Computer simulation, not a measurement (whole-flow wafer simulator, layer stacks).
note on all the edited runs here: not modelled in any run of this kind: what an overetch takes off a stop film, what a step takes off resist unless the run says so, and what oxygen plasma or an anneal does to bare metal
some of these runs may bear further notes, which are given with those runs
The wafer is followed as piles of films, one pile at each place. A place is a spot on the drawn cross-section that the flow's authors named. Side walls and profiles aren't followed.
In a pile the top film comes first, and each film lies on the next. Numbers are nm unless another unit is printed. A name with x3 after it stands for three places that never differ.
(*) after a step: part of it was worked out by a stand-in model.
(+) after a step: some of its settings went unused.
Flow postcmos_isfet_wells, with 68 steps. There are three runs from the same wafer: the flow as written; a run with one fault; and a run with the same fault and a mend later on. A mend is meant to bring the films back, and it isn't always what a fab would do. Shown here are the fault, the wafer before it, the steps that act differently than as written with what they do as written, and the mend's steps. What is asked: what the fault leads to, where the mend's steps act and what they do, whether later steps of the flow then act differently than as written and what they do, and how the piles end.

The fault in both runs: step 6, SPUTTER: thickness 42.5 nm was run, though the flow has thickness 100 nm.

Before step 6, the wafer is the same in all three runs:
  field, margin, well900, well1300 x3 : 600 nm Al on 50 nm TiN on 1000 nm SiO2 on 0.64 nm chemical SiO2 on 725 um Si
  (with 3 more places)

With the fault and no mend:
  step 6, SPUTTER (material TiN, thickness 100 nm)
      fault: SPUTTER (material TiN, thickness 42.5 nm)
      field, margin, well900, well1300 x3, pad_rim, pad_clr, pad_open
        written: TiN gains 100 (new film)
        fault: TiN gains 42.5 (new film)
  Later steps of the flow acting differently than as written:
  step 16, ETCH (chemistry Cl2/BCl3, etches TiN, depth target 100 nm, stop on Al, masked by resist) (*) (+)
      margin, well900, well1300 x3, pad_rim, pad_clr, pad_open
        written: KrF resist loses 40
        fault: KrF resist loses 25.5
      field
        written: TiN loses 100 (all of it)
        fault: TiN loses 42.5 (all of it)
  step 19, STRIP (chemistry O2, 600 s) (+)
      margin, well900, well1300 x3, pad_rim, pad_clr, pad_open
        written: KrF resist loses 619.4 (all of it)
        fault: KrF resist loses 633.9 (all of it)
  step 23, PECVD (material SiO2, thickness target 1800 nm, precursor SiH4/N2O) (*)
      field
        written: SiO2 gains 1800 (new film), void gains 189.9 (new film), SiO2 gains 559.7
        fault: SiO2 gains 1800 (new film), void gains 147.4 (new film), SiO2 gains 544.7
  The piles end different from the flow's at field, margin, well900, well1300 x3, pad_rim, pad_clr, pad_open by more than 2% or 0.5 nm, whichever is larger.
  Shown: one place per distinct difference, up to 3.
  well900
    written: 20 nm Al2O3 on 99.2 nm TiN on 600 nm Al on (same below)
    fault: 20 nm Al2O3 on 41.7 nm TiN on 600 nm Al on (same below)
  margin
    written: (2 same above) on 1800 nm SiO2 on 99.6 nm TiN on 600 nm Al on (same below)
    fault: (2 same above) on 1800 nm SiO2 on 42.1 nm TiN on 600 nm Al on (same below)
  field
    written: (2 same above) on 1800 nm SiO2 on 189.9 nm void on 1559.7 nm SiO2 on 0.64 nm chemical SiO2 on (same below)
    fault: (2 same above) on 1800 nm SiO2 on 147.4 nm void on 1544.7 nm SiO2 on 0.64 nm chemical SiO2 on (same below)

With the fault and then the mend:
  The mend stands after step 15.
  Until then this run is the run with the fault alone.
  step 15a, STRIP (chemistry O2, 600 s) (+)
      margin, well900, well1300 x3, pad_rim, pad_clr, pad_open
        KrF resist loses 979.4 (all of it)
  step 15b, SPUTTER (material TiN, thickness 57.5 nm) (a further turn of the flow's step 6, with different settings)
      field, margin, well900, well1300 x3, pad_rim, pad_clr, pad_open
        TiN gains 57.5
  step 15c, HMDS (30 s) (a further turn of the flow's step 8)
      does not change any film at any place that is followed
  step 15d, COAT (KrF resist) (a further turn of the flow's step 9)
      field, margin, well900, well1300 x3, pad_rim, pad_clr, pad_open
        KrF resist gains 1000 (new film)
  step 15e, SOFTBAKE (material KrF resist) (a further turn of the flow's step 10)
      does not change any film at any place that is followed
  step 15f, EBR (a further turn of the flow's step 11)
      does not change any film at any place that is followed
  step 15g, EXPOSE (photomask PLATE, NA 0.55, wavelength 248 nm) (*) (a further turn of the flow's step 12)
      does not change any film at any place that is followed
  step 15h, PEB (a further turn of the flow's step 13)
      field, margin, well900, well1300 x3, pad_rim, pad_clr, pad_open
        KrF resist loses 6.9
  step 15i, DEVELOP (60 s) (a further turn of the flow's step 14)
      margin, well900, well1300 x3, pad_rim, pad_clr, pad_open
        KrF resist loses 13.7
      field
        KrF resist loses 993.1 (all of it)
  None of the later steps of the flow acts differently than as written at any place that is followed.
  The piles end the same as the flow's at every place that both follow.
